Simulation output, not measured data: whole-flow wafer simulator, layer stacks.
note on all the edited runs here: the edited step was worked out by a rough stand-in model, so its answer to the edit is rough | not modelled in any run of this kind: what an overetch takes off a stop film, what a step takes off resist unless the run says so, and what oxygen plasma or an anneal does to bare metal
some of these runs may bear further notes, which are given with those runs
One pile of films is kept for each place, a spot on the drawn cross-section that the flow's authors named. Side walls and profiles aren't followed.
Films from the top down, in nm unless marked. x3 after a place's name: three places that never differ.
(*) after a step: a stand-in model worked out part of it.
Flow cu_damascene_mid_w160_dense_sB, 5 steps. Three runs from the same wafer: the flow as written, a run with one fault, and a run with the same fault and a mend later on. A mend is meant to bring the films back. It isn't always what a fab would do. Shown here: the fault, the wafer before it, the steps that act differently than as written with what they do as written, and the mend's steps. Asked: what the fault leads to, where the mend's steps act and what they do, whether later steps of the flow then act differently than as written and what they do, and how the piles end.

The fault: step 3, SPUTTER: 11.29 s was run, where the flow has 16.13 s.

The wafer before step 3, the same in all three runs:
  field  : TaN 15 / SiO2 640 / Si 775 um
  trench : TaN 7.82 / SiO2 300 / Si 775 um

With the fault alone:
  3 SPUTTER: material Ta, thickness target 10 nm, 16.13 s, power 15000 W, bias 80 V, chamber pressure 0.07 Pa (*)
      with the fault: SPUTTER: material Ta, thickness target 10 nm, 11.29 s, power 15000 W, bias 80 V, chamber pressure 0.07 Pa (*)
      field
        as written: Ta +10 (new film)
        with the fault: Ta +7 (new film)
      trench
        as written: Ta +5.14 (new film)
        with the fault: Ta +3.59 (new film)
  No later step of the flow acts differently than as written, at any place that is followed, by more than 2% or 0.5 nm, whichever is larger.
  At the end the piles differ from the flow's by more than 2% or 0.5 nm, whichever is larger, at field, trench.
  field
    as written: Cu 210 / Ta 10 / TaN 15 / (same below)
    with the fault: Cu 210 / Ta 7 / TaN 15 / (same below)
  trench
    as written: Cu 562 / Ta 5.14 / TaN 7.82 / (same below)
    with the fault: Cu 560.6 / Ta 3.59 / TaN 7.82 / (same below)

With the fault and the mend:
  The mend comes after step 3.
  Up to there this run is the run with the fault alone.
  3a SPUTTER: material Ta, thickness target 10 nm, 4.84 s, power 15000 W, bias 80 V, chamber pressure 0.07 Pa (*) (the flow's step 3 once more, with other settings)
      field
        Ta +3
      trench
        Ta +1.51
  No later step of the flow acts differently than as written, at any place that is followed, by more than 2% or 0.5 nm, whichever is larger.
  At the end the piles differ from the flow's only slightly at the places that both follow, by at most 2% or 0.5 nm, whichever is larger.
